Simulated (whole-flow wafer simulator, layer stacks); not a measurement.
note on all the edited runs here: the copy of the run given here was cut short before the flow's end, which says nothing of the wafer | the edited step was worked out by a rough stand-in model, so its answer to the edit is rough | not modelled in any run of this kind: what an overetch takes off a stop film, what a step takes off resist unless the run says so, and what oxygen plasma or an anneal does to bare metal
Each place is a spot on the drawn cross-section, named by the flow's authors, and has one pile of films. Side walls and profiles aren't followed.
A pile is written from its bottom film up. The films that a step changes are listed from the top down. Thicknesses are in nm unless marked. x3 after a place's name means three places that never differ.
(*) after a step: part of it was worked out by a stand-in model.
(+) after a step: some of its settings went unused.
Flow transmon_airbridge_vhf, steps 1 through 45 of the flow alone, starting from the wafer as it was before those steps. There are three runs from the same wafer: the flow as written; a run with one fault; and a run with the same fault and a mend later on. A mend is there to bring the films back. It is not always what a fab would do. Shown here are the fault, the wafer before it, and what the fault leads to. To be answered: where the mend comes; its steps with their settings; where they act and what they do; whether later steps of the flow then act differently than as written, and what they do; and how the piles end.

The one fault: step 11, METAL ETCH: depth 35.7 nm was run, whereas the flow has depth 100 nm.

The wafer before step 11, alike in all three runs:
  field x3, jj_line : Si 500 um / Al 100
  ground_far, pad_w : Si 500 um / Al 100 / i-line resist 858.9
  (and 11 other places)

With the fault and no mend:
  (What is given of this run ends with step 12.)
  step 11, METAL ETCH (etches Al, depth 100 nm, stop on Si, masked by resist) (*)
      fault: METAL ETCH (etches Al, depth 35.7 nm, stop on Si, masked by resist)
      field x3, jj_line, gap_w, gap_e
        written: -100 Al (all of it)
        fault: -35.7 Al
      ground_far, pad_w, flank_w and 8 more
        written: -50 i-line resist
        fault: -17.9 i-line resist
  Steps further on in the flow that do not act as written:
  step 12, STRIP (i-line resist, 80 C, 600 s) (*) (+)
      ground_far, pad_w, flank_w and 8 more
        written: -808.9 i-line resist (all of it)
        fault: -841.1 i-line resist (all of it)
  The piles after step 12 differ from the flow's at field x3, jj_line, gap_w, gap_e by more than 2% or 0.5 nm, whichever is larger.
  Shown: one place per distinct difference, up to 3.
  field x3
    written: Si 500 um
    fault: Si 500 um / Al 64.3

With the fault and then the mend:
  The mend follows step 11.
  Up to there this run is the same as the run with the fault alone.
  step 11a, METAL ETCH (etches Al, depth 64.3 nm, stop on Si, masked by resist) (*) (a further turn of the flow's step 11, with different settings)
      ground_far, pad_w, flank_w and 8 more
        -32.1 i-line resist
      field x3, jj_line, gap_w, gap_e
        -64.3 Al (all of it)
  Every later step of the flow that is run acts as written at every place that is followed.
  At every place that both follow, the piles at the end match the flow's.
